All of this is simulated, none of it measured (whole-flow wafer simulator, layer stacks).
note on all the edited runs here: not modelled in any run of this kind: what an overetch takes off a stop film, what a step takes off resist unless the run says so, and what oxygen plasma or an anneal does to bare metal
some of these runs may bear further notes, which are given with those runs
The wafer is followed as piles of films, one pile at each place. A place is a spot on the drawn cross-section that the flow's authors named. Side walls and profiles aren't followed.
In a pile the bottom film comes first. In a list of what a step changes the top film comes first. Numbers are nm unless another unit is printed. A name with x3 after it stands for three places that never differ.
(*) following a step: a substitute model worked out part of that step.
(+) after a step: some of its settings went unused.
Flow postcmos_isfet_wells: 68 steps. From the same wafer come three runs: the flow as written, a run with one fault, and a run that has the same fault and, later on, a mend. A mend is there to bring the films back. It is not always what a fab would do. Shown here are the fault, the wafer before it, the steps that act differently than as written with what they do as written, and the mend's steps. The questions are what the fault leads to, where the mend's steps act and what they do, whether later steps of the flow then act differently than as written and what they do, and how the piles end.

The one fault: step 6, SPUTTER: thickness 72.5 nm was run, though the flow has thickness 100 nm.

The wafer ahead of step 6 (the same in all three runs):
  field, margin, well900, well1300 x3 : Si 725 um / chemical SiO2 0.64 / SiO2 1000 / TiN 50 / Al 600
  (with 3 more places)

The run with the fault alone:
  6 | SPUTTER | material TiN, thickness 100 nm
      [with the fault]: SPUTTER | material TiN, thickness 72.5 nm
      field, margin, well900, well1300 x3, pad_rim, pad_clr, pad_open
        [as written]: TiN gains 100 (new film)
        [with the fault]: TiN gains 72.5 (new film)
  Later steps of the flow acting differently than as written:
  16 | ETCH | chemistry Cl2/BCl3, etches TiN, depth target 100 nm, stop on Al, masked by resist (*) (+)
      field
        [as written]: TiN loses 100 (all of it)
        [with the fault]: TiN loses 72.5 (all of it)
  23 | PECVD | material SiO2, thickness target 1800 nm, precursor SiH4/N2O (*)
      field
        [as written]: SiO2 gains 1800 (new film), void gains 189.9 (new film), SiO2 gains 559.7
        [with the fault]: SiO2 gains 1800 (new film), void gains 169.3 (new film), SiO2 gains 552.8
  At field, margin, well900, well1300 x3, pad_rim, pad_clr, pad_open, the piles at the end differ from the flow's by more than 2% or 0.5 nm, whichever is larger.
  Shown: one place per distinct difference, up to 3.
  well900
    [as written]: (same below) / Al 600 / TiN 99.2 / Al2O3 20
    [with the fault]: (same below) / Al 600 / TiN 71.7 / Al2O3 20
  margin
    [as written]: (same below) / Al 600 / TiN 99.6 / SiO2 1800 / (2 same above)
    [with the fault]: (same below) / Al 600 / TiN 72.1 / SiO2 1800 / (2 same above)
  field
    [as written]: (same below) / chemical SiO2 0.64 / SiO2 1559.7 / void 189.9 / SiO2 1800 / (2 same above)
    [with the fault]: (same below) / chemical SiO2 0.64 / SiO2 1552.8 / void 169.3 / SiO2 1800 / (2 same above)

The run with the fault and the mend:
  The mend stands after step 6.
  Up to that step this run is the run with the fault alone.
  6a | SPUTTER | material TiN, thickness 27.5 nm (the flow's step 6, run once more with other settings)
      field, margin, well900, well1300 x3, pad_rim, pad_clr, pad_open
        TiN gains 27.5
  Every later step of the flow that is run acts as written at every place that is followed.
  At every place that both follow, the piles at the end match the flow's.
